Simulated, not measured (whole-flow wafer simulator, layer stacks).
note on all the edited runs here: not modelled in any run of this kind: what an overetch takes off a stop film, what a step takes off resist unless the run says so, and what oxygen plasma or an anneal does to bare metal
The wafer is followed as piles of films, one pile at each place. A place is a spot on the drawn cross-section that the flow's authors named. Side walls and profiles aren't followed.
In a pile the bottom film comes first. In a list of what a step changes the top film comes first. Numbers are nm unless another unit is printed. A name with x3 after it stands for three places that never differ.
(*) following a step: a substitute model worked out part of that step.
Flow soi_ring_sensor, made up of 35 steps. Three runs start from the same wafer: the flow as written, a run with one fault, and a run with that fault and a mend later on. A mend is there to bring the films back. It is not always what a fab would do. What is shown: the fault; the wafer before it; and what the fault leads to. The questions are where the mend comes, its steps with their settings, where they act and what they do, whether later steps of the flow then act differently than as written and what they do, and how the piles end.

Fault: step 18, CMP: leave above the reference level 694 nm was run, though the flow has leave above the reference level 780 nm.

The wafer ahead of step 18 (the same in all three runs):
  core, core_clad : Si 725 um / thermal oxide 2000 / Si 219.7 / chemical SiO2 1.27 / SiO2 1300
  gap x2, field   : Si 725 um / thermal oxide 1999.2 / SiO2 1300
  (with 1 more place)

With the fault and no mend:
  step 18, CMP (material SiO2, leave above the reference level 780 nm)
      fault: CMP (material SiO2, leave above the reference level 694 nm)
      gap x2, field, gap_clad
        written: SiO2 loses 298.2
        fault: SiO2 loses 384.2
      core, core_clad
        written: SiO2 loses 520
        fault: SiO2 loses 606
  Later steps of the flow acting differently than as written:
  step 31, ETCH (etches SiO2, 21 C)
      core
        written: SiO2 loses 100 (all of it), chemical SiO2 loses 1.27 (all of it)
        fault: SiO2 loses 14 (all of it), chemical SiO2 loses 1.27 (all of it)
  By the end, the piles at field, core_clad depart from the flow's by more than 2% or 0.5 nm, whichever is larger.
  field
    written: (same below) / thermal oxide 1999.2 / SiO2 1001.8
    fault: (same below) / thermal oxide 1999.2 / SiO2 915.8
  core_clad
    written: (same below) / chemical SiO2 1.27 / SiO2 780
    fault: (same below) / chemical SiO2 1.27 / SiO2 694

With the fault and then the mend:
  The mend follows step 27.
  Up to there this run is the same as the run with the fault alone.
  step 27a, STRIP (i-line resist, 250 C, gas O2, power 300 W) (*)
      field, core_clad, gap_clad
        i-line resist loses 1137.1 (all of it)
  step 27b, HDPCVD (material SiO2, thickness target 86 nm, 350 C) (*) (the flow's step 17, run once more with other settings)
      core, gap x2, field, core_clad, gap_clad
        SiO2 gains 86
  step 27c, HMDS (120 C, 60 s) (the flow's step 21, run once more)
      leaves every film unchanged at each place that is followed
  step 27d, COAT (i-line resist, thickness 1200 nm) (the flow's step 22, run once more)
      core, gap x2, field, core_clad, gap_clad
        i-line resist gains 1200 (new film)
  step 27e, SOFTBAKE (i-line resist) (the flow's step 23, run once more)
      leaves every film unchanged at each place that is followed
  step 27f, EXPOSE (photomask WINDOW, dose 101 mJ/cm2, NA 0.5, wavelength 365 nm) (*) (the flow's step 24, run once more)
      leaves every film unchanged at each place that is followed
  step 27g, PEB (i-line resist) (the flow's step 25, run once more)
      core, gap x2, field, core_clad, gap_clad
        i-line resist loses 62.8
  step 27h, DEVELOP (i-line resist, thickness 1200 nm, 90 s) (the flow's step 26, run once more)
      core, gap x2
        i-line resist loses 1137.2 (all of it)
      field, core_clad, gap_clad
        i-line resist loses 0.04
  Later steps of the flow that are run all act as written at every place that is followed.
  The piles end the same as the flow's at every place that both follow.
